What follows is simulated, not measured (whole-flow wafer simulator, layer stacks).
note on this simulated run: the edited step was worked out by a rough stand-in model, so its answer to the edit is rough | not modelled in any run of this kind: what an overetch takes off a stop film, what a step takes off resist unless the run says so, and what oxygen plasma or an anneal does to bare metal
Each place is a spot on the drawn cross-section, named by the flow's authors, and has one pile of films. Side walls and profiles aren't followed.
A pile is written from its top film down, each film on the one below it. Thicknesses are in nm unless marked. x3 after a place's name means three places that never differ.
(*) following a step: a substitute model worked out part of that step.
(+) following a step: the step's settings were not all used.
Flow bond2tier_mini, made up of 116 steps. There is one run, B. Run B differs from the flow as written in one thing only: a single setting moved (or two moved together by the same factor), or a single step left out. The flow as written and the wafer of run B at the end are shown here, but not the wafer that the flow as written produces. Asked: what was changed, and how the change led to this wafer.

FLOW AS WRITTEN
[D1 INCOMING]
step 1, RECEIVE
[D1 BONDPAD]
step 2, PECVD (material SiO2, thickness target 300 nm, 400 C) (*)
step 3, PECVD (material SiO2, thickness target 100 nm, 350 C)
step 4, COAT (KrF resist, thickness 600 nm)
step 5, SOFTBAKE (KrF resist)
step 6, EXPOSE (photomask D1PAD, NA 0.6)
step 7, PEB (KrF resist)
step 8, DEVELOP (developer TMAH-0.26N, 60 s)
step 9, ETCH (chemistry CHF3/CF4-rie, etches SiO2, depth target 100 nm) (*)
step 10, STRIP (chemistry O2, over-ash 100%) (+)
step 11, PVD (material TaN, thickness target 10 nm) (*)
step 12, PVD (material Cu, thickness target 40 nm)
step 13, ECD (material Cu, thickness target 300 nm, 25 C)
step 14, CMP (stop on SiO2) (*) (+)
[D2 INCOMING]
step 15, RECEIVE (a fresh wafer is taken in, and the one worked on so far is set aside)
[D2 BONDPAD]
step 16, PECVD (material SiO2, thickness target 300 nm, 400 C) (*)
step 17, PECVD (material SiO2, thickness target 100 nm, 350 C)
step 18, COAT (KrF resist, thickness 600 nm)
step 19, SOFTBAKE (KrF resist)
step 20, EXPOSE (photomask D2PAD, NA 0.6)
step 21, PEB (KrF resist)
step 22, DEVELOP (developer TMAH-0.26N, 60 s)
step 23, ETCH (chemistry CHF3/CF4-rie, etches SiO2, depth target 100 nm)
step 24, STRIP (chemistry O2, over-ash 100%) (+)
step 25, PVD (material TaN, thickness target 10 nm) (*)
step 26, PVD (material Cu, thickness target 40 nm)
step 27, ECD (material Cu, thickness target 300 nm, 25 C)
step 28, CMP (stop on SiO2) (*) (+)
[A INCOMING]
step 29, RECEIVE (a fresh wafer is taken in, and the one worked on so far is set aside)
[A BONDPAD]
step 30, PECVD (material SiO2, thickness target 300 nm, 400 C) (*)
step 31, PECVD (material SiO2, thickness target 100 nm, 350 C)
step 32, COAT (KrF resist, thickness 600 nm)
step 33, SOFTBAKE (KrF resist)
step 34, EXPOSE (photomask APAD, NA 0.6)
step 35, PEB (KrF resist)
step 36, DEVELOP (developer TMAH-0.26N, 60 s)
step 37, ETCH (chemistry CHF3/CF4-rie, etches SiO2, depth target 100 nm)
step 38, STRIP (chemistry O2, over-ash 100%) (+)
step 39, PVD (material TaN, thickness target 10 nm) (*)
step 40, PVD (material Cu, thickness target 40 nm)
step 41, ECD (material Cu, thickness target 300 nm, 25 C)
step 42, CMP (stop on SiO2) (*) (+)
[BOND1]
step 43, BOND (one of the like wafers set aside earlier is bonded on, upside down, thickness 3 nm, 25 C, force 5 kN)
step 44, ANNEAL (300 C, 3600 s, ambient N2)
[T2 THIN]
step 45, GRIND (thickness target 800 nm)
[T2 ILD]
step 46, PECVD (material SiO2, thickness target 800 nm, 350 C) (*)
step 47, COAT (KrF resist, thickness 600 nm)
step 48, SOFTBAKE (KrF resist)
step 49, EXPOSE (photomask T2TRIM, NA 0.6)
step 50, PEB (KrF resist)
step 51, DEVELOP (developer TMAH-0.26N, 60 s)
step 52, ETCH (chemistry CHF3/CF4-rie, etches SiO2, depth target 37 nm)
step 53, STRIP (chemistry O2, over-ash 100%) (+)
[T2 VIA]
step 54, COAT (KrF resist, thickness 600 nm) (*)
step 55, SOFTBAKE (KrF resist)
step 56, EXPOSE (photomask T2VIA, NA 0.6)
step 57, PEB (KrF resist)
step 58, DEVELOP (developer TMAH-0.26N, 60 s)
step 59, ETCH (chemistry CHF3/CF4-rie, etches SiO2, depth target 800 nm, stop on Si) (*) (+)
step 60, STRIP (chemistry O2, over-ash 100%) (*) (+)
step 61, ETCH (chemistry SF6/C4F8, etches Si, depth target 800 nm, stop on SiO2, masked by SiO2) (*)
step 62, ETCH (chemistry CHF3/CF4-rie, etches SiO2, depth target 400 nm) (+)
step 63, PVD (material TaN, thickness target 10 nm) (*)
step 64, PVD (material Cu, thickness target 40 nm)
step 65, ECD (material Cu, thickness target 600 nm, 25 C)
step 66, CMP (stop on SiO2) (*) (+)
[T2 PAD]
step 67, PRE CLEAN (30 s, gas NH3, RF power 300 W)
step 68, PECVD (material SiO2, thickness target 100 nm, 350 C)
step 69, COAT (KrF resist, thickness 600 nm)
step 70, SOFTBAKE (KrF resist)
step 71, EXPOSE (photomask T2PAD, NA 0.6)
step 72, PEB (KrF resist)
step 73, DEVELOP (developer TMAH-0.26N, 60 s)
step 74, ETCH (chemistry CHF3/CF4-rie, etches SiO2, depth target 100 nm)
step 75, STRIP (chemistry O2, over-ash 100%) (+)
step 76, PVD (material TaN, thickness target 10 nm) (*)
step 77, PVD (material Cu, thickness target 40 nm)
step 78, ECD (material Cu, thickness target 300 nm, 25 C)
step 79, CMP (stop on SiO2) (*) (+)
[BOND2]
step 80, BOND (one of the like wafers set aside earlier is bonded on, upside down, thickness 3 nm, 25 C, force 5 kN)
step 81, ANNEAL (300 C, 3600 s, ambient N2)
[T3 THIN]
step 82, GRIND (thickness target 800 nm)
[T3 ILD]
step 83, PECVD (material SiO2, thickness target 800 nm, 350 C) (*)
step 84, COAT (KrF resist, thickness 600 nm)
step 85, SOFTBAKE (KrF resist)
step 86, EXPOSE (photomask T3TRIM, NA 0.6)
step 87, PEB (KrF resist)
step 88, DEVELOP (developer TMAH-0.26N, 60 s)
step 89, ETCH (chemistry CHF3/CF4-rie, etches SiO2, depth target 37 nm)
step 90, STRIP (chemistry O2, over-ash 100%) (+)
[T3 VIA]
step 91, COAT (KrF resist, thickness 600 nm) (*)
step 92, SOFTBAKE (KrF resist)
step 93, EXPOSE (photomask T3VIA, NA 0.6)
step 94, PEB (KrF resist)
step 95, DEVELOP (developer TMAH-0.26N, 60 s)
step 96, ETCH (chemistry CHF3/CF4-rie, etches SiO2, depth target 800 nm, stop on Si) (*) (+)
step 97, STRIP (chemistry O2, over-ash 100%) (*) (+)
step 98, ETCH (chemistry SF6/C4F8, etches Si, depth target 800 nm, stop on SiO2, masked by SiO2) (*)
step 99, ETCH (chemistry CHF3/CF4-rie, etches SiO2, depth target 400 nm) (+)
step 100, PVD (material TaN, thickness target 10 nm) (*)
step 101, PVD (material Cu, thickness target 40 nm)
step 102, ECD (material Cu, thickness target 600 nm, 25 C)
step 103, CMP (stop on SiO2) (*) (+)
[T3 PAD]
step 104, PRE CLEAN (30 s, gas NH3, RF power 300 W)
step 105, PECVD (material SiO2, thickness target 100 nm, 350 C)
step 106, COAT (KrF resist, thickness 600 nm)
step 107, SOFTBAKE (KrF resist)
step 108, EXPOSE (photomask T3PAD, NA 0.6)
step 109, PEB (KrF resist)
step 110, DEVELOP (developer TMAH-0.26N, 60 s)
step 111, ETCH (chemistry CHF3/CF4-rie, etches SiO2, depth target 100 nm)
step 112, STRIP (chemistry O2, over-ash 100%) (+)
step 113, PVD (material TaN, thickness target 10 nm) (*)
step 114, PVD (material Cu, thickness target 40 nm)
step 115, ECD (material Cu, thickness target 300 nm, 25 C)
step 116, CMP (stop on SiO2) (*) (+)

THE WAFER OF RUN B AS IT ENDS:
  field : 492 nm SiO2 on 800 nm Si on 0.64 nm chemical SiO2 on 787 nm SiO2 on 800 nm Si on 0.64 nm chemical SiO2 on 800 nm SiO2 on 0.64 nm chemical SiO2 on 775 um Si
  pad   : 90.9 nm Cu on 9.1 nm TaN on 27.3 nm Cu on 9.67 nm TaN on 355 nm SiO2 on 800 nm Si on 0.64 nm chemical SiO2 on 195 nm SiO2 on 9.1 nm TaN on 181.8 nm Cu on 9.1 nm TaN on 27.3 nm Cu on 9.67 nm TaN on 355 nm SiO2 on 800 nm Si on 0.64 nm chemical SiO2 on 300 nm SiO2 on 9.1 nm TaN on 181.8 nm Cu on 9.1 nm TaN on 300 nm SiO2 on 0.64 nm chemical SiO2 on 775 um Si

The reason: step 16, PECVD: thickness target 195 nm was run, though the flow has thickness target 300 nm.
The wafer lets one read it off: pad has SiO2 195, and step 16 as written asks for 300 nm.

Step by step, how the change led to this:
  step 16, PECVD (material SiO2, thickness target 300 nm, 400 C) (*)
      field, pad, via: +195 SiO2 (new film) (it would be, as written: +300 SiO2 (new film))
  step 80, BOND (one of the like wafers set aside earlier is bonded on, upside down, thickness 3 nm, 25 C, force 5 kN)
      field: +775 um Si (new film), +0.64 chemical SiO2 (new film), +295 SiO2 (it would be, as written: +775 um Si (new film), +0.64 chemical SiO2 (new film), +400 SiO2)
      pad: +775 um Si (new film), +0.64 chemical SiO2 (new film), +195 SiO2 (new film), +9.1 TaN (new film), +90.9 Cu (it would be, as written: +775 um Si (new film), +0.64 chemical SiO2 (new film), +300 SiO2 (new film), +9.1 TaN (new film), +90.9 Cu)
